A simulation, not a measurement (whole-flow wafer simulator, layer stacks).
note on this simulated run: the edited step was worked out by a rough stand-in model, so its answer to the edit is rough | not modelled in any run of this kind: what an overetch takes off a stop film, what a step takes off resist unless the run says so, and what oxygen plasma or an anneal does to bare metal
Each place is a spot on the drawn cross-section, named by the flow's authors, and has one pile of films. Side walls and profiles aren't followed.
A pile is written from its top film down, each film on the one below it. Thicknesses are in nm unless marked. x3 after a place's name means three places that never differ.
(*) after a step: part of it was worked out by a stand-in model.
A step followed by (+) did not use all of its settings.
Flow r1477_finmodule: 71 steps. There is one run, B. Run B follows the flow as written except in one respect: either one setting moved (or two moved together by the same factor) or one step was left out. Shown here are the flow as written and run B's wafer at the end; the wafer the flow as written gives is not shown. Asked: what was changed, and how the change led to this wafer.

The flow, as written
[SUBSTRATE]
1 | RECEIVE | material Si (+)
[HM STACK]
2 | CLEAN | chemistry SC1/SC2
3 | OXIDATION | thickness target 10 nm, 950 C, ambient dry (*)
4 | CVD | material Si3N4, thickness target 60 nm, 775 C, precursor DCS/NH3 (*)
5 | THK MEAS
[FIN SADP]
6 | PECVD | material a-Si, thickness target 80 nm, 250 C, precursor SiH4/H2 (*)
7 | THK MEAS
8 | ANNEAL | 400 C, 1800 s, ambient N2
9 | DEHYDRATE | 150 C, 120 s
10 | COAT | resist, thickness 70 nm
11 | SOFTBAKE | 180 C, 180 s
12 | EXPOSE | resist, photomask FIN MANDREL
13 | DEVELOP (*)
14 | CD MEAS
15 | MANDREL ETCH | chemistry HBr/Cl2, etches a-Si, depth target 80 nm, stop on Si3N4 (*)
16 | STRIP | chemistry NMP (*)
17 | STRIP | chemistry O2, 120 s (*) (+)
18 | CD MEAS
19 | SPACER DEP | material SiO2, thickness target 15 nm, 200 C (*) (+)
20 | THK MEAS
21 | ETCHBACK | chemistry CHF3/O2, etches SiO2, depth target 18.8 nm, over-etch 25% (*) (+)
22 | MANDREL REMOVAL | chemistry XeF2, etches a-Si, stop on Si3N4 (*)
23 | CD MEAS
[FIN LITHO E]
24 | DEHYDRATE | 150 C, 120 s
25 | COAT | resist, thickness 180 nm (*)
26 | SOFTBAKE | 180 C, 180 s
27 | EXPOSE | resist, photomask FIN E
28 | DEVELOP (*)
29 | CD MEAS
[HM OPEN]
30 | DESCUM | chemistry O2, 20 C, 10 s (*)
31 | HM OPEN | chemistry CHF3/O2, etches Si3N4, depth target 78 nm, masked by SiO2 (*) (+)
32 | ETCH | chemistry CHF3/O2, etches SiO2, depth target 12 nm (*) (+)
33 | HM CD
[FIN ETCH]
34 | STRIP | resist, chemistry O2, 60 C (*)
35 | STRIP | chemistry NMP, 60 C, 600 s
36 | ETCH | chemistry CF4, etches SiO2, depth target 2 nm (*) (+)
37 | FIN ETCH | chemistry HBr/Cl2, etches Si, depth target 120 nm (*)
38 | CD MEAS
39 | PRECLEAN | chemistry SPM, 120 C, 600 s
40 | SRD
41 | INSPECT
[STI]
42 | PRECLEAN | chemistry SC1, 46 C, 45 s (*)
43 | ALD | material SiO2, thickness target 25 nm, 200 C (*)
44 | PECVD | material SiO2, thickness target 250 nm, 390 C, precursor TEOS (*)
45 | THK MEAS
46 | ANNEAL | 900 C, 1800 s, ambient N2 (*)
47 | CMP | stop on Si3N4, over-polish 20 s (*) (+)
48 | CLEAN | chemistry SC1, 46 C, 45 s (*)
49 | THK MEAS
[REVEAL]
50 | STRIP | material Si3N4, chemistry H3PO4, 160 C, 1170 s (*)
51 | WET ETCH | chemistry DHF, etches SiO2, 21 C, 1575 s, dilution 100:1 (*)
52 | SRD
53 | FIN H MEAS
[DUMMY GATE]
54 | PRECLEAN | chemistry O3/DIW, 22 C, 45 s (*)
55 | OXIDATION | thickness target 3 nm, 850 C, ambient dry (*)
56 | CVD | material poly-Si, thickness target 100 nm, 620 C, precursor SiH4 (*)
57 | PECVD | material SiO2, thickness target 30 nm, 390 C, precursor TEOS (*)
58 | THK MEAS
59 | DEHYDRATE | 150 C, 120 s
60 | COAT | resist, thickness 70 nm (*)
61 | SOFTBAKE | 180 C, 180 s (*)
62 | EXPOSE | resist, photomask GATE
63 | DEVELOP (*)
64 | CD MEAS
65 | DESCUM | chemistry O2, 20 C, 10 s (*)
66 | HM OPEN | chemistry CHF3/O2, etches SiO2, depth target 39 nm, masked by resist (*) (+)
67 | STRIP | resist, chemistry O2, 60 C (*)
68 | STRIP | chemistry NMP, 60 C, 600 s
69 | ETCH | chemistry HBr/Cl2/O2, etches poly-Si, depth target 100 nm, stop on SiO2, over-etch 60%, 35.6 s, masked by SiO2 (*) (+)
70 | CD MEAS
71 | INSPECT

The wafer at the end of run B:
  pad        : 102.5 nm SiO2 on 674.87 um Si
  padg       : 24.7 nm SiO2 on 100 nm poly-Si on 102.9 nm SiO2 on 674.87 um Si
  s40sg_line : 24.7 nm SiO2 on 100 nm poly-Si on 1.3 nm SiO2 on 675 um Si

Cause: step 55, OXIDATION: thickness target 1.3 nm was run, while the flow as written has thickness target 3 nm.
The wafer itself shows it: s40sg_line has SiO2 1.3, and step 55 as written asks for 3 nm.

How this came from the change, step by step:
  55 | OXIDATION | thickness target 3 nm, 850 C, ambient dry (*)
      s40sg_line, s45sg_line, s50sg_line, s40so_line, s45so_line, s50so_line: +1.3 SiO2 (new film), -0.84 chemical SiO2 (all of it), -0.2 Si (it would be, as written: +3 SiO2 (new film), -0.84 chemical SiO2 (all of it), -0.95 Si)
  67 | STRIP | resist, chemistry O2, 60 C (*)
      s45sg: -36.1 resist (all of it) (it would be, as written: -36.9 resist (all of it))
      s50sg: -36 resist (all of it) (it would be, as written: -36.8 resist (all of it))
